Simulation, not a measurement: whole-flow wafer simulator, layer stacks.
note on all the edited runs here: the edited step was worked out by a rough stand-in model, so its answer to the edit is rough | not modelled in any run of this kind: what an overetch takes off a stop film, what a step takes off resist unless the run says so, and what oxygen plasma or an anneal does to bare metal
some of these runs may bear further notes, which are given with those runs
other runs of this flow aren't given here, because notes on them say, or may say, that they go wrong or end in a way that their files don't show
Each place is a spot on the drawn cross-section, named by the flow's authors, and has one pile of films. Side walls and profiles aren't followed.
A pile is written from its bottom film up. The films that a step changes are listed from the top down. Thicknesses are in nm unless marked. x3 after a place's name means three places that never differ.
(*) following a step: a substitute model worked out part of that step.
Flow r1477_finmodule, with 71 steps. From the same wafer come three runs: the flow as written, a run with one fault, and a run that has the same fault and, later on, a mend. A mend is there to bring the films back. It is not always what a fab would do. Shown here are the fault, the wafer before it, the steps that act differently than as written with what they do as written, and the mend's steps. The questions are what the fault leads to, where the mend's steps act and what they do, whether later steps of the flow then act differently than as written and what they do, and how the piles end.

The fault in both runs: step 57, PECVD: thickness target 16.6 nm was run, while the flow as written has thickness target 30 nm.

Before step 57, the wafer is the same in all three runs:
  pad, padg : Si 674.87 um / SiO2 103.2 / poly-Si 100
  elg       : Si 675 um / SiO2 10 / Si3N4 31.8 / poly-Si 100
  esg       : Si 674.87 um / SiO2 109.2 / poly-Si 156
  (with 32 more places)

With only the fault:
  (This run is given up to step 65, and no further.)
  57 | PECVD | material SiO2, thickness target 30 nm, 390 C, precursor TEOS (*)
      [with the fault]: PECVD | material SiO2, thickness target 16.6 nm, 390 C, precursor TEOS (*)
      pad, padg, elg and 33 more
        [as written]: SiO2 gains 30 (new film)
        [with the fault]: SiO2 gains 16.6 (new film)
  Every later step of the flow up to step 65 that is run acts as written, at every place that is followed, to within 2% or 0.5 nm, whichever is larger.
  The piles after step 65 differ from the flow's at pad, padg, elg and 33 more by more than 2% or 0.5 nm, whichever is larger.
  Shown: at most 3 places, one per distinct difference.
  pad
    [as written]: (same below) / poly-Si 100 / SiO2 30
    [with the fault]: (same below) / poly-Si 100 / SiO2 16.6
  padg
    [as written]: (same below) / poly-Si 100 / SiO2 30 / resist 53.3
    [with the fault]: (same below) / poly-Si 100 / SiO2 16.6 / resist 53.3
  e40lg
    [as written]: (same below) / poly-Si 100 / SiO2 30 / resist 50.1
    [with the fault]: (same below) / poly-Si 100 / SiO2 16.6 / resist 50.1

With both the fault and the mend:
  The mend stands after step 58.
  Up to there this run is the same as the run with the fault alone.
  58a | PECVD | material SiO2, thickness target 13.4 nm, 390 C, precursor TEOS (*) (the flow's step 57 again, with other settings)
      pad, padg, elg and 33 more
        SiO2 gains 13.4
  Every later step of the flow that is run acts as written at every place that is followed.
  At every place that both follow, the piles at the end match the flow's.
